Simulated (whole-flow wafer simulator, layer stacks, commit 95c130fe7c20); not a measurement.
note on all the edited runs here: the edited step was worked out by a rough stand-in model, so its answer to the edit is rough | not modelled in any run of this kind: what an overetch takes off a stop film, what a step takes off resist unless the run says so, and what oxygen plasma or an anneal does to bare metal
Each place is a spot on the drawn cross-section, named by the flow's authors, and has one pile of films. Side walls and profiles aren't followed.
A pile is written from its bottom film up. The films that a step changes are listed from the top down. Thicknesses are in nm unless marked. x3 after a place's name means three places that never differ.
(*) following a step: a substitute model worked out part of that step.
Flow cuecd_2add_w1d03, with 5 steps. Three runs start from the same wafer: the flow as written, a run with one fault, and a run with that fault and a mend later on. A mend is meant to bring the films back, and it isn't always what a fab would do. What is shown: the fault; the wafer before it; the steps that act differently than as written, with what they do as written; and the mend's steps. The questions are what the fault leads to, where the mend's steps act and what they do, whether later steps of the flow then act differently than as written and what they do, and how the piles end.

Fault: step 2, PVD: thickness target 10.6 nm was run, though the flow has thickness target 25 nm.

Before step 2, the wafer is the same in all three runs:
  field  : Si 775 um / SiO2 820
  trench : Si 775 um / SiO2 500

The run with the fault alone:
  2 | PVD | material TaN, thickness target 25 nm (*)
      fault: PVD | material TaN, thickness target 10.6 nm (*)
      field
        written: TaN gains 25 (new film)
        fault: TaN gains 10.6 (new film)
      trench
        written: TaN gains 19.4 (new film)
        fault: TaN gains 8.21 (new film)
  Later steps of the flow that are run all act as written at every place that is followed, up to a difference of at most 2% or 0.5 nm, whichever is larger.
  By the end, the piles at field, trench depart from the flow's by more than 2% or 0.5 nm, whichever is larger.
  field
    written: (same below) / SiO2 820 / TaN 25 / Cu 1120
    fault: (same below) / SiO2 820 / TaN 10.6 / Cu 1120
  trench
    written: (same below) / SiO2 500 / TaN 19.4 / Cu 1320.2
    fault: (same below) / SiO2 500 / TaN 8.21 / Cu 1316.2

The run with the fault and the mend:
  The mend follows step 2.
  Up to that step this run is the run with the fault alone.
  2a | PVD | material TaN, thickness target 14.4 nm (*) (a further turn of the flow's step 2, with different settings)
      field
        TaN gains 14.4
      trench
        TaN gains 11.1
  Later steps of the flow that are run all act as written at every place that is followed, up to a difference of at most 2% or 0.5 nm, whichever is larger.
  At the end the piles are close to the flow's at the places that both follow, differing by at most 2% or 0.5 nm, whichever is larger.
